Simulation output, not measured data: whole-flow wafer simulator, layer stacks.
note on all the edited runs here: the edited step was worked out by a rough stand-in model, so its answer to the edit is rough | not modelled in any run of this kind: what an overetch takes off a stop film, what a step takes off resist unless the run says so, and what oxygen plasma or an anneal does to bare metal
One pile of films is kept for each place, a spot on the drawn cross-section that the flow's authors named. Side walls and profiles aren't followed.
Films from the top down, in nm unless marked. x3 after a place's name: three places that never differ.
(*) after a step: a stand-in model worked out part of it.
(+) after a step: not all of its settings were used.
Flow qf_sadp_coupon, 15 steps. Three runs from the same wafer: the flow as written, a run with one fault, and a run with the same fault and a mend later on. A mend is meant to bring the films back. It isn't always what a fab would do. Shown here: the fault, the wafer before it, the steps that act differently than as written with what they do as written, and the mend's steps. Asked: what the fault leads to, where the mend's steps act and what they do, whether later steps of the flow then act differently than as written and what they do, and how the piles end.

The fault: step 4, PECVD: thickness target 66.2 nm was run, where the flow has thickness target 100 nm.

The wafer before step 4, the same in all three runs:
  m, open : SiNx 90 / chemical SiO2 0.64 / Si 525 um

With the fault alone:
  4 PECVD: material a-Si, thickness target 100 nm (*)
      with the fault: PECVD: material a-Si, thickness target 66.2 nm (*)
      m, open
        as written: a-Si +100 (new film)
        with the fault: a-Si +66.2 (new film)
  Later steps of the flow that act differently than as written:
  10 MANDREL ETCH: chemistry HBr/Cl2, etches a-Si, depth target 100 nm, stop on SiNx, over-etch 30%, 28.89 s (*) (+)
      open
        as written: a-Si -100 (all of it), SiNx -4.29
        with the fault: a-Si -66.2 (all of it), SiNx -9.11
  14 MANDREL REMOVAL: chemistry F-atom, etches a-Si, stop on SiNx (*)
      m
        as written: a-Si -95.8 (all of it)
        with the fault: a-Si -62 (all of it)
  At the end the piles differ from the flow's by more than 2% or 0.5 nm, whichever is larger, at open.
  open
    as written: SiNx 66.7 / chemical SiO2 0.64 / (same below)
    with the fault: SiNx 61.8 / chemical SiO2 0.64 / (same below)

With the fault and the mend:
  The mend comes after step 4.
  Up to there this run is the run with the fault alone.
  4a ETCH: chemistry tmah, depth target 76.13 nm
      m, open
        a-Si -66.2 (all of it)
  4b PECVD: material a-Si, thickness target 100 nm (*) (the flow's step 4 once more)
      m, open
        a-Si +100 (new film)
  No later step of the flow acts differently than as written at any place that is followed.
  At the end the piles are the same as the flow's at every place that both follow.
